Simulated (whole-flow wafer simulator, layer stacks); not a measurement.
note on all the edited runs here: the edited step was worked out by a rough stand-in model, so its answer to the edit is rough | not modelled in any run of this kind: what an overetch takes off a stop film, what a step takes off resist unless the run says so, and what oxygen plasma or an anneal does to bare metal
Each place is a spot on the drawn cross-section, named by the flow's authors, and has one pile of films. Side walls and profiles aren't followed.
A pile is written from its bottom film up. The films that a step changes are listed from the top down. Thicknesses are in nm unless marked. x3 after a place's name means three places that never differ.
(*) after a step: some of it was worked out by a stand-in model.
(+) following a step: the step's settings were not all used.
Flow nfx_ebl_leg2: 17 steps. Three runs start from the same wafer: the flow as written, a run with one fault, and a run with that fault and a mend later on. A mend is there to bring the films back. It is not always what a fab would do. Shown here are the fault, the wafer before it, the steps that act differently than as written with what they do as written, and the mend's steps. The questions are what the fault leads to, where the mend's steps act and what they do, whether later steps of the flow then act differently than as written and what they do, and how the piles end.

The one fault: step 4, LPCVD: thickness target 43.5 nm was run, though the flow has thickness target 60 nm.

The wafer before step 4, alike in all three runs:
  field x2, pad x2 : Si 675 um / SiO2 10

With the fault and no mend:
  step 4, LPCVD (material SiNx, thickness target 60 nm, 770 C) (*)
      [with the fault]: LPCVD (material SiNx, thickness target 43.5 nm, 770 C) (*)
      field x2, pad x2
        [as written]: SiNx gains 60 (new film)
        [with the fault]: SiNx gains 43.5 (new film)
  Later steps of the flow acting differently than as written:
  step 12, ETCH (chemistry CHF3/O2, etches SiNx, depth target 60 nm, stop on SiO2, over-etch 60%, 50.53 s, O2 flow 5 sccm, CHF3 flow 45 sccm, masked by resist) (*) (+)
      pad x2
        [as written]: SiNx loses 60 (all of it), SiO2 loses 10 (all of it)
        [with the fault]: SiNx loses 43.5 (all of it), SiO2 loses 10 (all of it)
  At field x2, the piles at the end differ from the flow's by more than 2% or 0.5 nm, whichever is larger.
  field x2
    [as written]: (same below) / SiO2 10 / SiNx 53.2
    [with the fault]: (same below) / SiO2 10 / SiNx 36.7

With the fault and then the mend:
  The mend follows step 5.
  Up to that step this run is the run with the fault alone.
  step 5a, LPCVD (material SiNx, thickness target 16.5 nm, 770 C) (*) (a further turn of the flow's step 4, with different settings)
      field x2, pad x2
        SiNx gains 16.5
  Later steps of the flow that are run all act as written at every place that is followed.
  At every place that both follow, the piles at the end match the flow's.
